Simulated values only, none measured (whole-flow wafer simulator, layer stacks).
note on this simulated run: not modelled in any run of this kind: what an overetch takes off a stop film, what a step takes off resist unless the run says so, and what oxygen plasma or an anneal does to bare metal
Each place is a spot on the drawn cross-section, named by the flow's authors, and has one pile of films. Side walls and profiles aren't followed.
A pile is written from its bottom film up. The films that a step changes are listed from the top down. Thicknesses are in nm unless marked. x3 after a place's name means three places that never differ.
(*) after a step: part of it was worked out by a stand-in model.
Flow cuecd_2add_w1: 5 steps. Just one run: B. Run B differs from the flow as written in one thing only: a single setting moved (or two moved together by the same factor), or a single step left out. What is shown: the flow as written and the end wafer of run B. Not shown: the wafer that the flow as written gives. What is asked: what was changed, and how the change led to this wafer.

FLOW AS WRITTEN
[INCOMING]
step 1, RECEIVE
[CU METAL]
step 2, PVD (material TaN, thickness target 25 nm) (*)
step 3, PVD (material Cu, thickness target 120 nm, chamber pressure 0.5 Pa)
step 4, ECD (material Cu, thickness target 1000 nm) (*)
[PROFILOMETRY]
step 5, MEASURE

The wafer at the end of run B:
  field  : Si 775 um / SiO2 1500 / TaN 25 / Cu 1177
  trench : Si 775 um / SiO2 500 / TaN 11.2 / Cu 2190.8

What caused this: step 3, PVD: thickness target 177 nm was run, while the flow as written has thickness target 120 nm.

How this came from the change, step by step:
  step 3, PVD (material Cu, thickness target 120 nm, chamber pressure 0.5 Pa)
      field: Cu gains 177 (new film) (it would be, as written: Cu gains 120 (new film))
      trench: Cu gains 77.6 (new film) (it would be, as written: Cu gains 53.6 (new film))
